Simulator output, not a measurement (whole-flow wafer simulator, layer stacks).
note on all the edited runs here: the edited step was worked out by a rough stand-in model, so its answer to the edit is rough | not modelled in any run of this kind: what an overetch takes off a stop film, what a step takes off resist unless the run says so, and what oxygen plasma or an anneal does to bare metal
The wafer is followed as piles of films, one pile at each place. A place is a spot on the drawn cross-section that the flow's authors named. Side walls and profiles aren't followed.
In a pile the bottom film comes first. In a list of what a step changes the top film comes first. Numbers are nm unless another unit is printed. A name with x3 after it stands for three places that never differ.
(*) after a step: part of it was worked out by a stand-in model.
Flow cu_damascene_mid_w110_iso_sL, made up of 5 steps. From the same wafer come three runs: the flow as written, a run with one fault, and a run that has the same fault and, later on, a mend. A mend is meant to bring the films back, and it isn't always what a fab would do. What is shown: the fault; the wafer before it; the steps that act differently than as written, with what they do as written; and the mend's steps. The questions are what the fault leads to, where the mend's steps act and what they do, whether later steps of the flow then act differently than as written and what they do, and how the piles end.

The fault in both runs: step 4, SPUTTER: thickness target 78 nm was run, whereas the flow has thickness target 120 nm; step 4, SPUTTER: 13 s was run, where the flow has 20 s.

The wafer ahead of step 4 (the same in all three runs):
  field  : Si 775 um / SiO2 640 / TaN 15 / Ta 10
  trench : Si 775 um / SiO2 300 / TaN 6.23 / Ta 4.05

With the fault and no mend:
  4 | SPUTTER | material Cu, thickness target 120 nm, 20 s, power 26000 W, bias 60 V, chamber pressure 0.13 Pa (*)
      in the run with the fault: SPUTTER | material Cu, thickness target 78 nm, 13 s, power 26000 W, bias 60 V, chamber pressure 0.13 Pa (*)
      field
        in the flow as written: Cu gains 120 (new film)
        in the run with the fault: Cu gains 78 (new film)
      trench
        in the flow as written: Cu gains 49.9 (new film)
        in the run with the fault: Cu gains 32.5 (new film)
  Later steps of the flow acting differently than as written:
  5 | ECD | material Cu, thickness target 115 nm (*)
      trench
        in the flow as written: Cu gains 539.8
        in the run with the fault: Cu gains 515.3
  By the end, the piles at field, trench depart from the flow's by more than 2% or 0.5 nm, whichever is larger.
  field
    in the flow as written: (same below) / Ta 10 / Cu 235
    in the run with the fault: (same below) / Ta 10 / Cu 193
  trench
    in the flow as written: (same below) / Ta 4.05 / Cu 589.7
    in the run with the fault: (same below) / Ta 4.05 / Cu 547.7

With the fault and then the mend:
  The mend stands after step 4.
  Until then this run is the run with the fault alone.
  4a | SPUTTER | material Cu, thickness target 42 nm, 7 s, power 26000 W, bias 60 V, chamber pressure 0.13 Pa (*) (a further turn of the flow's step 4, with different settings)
      field
        Cu gains 42
      trench
        Cu gains 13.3
  None of the later steps of the flow differs from how it acts as written, at any place that is followed, by more than 2% or 0.5 nm, whichever is larger.
  By the end, the piles equal the flow's at every place that both follow.
